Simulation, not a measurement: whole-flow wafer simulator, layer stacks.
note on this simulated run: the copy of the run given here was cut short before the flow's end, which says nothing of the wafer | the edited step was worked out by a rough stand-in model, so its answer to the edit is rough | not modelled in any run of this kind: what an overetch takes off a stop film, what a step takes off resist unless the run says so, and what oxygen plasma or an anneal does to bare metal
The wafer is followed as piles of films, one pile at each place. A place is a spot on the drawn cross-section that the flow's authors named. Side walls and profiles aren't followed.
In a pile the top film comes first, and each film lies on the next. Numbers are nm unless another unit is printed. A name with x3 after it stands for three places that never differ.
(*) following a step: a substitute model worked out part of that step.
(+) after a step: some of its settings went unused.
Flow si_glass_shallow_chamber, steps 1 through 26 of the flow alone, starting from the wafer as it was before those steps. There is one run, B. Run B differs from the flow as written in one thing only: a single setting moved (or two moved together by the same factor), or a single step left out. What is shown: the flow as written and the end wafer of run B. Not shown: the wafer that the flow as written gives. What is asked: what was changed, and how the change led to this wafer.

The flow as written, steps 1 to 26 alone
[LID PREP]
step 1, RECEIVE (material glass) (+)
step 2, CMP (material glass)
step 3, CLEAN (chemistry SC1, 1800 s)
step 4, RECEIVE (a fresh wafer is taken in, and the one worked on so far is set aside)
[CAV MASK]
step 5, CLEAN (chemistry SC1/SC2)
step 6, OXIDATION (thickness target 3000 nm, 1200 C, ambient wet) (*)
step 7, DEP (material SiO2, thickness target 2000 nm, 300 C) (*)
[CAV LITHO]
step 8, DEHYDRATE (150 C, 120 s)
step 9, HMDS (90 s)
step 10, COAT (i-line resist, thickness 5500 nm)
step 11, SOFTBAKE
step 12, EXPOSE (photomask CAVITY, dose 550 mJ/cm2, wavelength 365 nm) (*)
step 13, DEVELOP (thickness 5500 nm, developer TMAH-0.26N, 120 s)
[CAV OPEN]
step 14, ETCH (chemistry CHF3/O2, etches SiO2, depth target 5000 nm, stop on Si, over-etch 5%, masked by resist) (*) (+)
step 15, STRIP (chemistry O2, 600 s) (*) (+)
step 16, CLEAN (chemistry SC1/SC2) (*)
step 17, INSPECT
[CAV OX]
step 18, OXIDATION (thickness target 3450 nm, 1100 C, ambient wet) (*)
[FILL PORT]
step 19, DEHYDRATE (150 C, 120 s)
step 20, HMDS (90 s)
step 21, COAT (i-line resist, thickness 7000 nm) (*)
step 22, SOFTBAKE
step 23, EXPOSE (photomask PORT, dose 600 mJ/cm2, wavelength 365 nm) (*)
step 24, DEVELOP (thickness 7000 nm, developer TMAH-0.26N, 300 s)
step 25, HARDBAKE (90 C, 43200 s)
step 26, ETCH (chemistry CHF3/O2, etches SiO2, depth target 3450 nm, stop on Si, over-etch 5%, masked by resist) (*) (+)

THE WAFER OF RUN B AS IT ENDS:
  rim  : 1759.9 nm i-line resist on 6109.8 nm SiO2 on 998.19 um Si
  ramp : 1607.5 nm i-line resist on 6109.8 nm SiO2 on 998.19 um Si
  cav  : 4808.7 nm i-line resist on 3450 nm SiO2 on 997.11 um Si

What caused this: step 26, ETCH: over-etch 3.12% was run, while the flow as written has over-etch 5%.

How this came from the change, step by step:
  step 26, ETCH (chemistry CHF3/O2, etches SiO2, depth target 3450 nm, stop on Si, over-etch 5%, masked by resist) (*) (+)
      port: -3450 SiO2 (all of it), -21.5 Si (it would be, as written: -3450 SiO2 (all of it), -34.5 Si)
